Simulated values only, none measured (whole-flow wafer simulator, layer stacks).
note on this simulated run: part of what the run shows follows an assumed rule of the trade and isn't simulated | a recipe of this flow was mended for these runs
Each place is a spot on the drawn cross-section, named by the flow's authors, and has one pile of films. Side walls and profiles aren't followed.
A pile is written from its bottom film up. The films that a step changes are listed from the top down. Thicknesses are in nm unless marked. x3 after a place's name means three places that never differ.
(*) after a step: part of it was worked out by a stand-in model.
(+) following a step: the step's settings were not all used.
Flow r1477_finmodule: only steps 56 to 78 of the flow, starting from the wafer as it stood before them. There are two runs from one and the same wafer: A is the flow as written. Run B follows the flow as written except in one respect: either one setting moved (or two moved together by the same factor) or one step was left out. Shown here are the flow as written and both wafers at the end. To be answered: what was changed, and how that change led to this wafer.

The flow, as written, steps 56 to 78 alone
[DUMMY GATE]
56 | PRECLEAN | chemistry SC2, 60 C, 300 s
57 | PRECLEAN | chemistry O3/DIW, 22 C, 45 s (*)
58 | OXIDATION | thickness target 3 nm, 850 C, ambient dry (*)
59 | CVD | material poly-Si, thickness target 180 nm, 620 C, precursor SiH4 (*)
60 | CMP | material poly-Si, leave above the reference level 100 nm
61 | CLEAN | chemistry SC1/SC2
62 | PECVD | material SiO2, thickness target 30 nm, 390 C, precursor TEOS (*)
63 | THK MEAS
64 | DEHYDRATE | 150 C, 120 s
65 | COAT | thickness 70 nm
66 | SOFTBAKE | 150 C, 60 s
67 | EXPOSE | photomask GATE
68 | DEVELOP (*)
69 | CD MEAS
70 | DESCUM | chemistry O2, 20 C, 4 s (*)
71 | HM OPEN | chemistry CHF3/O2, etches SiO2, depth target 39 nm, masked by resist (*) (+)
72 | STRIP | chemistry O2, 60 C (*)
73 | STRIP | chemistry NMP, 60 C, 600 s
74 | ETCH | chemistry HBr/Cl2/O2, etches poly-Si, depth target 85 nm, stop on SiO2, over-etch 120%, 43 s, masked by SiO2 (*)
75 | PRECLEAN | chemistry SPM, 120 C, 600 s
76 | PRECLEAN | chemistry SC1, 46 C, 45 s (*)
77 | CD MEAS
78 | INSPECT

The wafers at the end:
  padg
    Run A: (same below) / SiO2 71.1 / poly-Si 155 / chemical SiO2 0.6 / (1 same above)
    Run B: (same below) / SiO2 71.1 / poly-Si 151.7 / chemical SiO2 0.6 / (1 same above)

The reason: step 59, CVD: thickness target 152 nm was run, while the flow as written has thickness target 180 nm.

Step by step, how the change led to this:
  59 | CVD | material poly-Si, thickness target 180 nm, 620 C, precursor SiH4 (*)
      esg x6, s40cg x3, eso x6, s40co x3: A poly-Si gains 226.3 (new film) | B poly-Si gains 198.3 (new film)
      pad, padg, elg x7, elo x7: A poly-Si gains 180 (new film) | B poly-Si gains 152 (new film)
      (also at 2 further places)
  60 | CMP | material poly-Si, leave above the reference level 100 nm
      pad, padg: A poly-Si loses 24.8 | B nothing
      elg x7, esg x6, s40cg x3, elo x7, eso x6, s40co x3: A poly-Si loses 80 | B poly-Si loses 52
      (also at 2 further places)
  74 | ETCH | chemistry HBr/Cl2/O2, etches poly-Si, depth target 85 nm, stop on SiO2, over-etch 120%, 43 s, masked by SiO2 (*)
      pad: A chemical SiO2 loses 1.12 (all of it), poly-Si loses 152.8 (all of it), SiO2 loses 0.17 | B chemical SiO2 loses 1.12 (all of it), poly-Si loses 149.6 (all of it), SiO2 loses 0.19
